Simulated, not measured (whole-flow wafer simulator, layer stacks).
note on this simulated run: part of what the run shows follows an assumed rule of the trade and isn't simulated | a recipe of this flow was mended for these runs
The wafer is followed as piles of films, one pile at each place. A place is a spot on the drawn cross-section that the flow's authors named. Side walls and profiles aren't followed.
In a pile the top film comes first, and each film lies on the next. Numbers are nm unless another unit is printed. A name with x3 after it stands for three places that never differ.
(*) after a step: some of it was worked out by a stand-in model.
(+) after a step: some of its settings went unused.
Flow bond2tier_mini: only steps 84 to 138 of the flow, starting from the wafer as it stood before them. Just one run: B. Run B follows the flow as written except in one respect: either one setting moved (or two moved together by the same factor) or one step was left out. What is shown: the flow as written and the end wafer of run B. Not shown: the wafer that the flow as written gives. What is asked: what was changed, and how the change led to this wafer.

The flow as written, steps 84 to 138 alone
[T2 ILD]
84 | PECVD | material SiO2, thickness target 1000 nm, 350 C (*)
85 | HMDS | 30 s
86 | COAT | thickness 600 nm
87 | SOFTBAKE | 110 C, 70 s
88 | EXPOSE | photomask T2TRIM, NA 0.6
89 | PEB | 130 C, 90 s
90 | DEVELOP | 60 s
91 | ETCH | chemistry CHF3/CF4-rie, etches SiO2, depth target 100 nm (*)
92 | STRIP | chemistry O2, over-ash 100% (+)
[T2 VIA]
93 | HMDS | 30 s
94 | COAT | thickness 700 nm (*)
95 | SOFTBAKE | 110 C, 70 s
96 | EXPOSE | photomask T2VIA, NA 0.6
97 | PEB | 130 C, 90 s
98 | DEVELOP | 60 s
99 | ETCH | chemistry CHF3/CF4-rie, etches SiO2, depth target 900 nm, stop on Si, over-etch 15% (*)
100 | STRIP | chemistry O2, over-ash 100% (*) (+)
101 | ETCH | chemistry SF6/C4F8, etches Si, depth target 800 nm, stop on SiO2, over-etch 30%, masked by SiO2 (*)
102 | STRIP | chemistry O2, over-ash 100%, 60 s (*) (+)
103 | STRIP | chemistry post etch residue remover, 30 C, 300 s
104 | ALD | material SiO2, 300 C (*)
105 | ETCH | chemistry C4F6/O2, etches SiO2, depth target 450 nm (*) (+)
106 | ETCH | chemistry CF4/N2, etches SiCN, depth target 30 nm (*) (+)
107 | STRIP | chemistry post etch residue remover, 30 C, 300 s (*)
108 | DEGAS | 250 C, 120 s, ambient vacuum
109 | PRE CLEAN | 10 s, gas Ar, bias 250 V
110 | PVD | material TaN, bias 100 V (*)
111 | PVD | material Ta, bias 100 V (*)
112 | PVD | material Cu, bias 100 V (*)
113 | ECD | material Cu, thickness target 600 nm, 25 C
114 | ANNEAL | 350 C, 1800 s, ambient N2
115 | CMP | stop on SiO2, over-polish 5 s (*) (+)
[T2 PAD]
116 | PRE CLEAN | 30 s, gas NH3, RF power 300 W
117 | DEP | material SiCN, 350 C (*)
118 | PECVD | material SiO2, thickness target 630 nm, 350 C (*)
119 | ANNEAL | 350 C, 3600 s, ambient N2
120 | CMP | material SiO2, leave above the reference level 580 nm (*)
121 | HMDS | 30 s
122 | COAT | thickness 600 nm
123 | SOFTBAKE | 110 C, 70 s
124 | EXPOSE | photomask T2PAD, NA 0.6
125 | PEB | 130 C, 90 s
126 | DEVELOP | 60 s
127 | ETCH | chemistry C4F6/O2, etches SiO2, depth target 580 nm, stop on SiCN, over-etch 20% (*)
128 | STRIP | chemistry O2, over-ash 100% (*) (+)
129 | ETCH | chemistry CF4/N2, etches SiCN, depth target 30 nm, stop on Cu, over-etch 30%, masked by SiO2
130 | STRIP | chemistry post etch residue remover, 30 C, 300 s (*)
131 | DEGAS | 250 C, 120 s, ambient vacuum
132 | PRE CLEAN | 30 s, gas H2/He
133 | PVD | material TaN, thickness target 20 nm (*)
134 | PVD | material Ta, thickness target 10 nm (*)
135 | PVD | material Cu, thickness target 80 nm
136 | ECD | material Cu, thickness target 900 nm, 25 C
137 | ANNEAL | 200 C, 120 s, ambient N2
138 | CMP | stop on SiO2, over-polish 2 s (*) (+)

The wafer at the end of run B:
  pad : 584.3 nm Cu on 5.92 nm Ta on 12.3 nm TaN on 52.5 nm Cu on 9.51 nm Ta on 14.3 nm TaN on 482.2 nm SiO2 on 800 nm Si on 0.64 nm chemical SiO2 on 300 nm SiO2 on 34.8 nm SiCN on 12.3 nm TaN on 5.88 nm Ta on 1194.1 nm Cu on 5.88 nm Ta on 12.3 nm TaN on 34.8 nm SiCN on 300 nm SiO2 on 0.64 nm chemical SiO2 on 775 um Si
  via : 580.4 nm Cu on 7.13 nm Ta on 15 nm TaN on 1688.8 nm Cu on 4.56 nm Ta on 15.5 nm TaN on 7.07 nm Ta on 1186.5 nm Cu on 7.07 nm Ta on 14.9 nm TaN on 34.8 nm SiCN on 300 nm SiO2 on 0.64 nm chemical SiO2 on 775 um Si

Cause: step 91, ETCH: depth target 84.5 nm was run, whereas the flow has depth target 100 nm.

How this came from the change, step by step:
  91 | ETCH | chemistry CHF3/CF4-rie, etches SiO2, depth target 100 nm (*)
      pad, via: -84.5 SiO2 (as written it would have been: -100 SiO2)
      field: -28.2 thick-KrF-resist (as written it would have been: -33.3 thick-KrF-resist)
  99 | ETCH | chemistry CHF3/CF4-rie, etches SiO2, depth target 900 nm, stop on Si, over-etch 15% (*)
      via: -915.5 SiO2 (all of it), -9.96 Si (as written it would have been: -900 SiO2 (all of it), -11.2 Si)
  100 | STRIP | chemistry O2, over-ash 100% (*) (+)
      field: -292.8 thick-KrF-resist (all of it) (as written it would have been: -286.6 thick-KrF-resist (all of it))
  113 | ECD | material Cu, thickness target 600 nm, 25 C
      pad: +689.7 Cu (as written it would have been: +706.1 Cu)
